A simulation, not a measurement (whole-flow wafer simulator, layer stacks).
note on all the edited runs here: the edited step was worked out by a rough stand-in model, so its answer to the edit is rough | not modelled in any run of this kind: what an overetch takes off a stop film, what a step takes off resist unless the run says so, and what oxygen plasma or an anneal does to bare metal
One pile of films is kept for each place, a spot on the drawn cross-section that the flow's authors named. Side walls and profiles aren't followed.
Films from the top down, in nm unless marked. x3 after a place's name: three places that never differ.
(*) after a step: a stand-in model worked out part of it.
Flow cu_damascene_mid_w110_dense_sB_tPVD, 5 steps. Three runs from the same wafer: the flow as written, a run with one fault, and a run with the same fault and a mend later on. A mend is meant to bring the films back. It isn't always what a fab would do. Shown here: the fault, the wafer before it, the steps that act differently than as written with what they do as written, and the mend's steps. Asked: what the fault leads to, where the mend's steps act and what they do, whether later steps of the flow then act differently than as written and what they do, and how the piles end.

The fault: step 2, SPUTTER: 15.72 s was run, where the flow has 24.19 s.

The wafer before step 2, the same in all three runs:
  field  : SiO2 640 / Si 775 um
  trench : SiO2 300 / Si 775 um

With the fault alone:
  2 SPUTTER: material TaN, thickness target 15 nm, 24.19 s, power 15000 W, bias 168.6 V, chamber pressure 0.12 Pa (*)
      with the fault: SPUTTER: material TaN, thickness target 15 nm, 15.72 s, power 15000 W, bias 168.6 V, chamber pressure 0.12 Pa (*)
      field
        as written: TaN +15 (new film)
        with the fault: TaN +9.75 (new film)
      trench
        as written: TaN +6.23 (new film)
        with the fault: TaN +4.05 (new film)
  No later step of the flow acts differently than as written, at any place that is followed, by more than 2% or 0.5 nm, whichever is larger.
  At the end the piles differ from the flow's by more than 2% or 0.5 nm, whichever is larger, at field, trench.
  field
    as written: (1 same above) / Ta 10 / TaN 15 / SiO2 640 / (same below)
    with the fault: (1 same above) / Ta 10 / TaN 9.75 / SiO2 640 / (same below)
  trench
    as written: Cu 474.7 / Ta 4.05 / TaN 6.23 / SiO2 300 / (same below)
    with the fault: Cu 471.6 / Ta 4.11 / TaN 4.05 / SiO2 300 / (same below)

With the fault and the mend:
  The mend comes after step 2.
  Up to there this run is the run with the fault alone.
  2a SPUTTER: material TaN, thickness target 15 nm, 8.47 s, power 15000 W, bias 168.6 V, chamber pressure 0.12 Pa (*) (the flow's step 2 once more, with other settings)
      field
        TaN +5.25
      trench
        TaN +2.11
  No later step of the flow acts differently than as written, at any place that is followed, by more than 2% or 0.5 nm, whichever is larger.
  At the end the piles differ from the flow's only slightly at the places that both follow, by at most 2% or 0.5 nm, whichever is larger.
